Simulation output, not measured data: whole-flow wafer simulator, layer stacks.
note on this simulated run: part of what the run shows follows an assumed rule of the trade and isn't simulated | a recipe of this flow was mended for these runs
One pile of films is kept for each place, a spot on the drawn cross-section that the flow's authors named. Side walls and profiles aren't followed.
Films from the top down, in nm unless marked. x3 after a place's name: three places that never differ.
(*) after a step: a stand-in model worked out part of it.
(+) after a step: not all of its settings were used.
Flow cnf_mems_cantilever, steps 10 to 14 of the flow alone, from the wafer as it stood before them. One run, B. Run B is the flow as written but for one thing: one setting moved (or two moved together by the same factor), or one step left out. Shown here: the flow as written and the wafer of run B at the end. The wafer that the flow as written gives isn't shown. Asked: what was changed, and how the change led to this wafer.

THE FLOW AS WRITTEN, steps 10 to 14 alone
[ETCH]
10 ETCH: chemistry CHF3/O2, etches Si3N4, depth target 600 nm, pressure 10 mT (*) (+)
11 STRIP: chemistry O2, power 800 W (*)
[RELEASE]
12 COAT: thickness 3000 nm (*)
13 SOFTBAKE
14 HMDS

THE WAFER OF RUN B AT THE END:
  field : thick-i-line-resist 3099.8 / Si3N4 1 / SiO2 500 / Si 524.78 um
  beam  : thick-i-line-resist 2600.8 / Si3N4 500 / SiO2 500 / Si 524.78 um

The cause: step 10, ETCH: depth target 499 nm was run, where the flow has depth target 600 nm.

How the change led to this, step by step:
  10 ETCH: chemistry CHF3/O2, etches Si3N4, depth target 600 nm, pressure 10 mT (*) (+)
      field: Si3N4 -499 (as written it would be: Si3N4 -500 (all of it), SiO2 -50)
      beam: KrF-resist -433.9 (as written it would be: KrF-resist -521.7)
  11 STRIP: chemistry O2, power 800 W (*)
      beam: KrF-resist -548.8 (all of it) (as written it would be: KrF-resist -460.9 (all of it))
  13 SOFTBAKE
      field: thick-i-line-resist +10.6 (as written it would be: thick-i-line-resist +11.9)
      beam: thick-i-line-resist -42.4 (as written it would be: thick-i-line-resist -47.6)
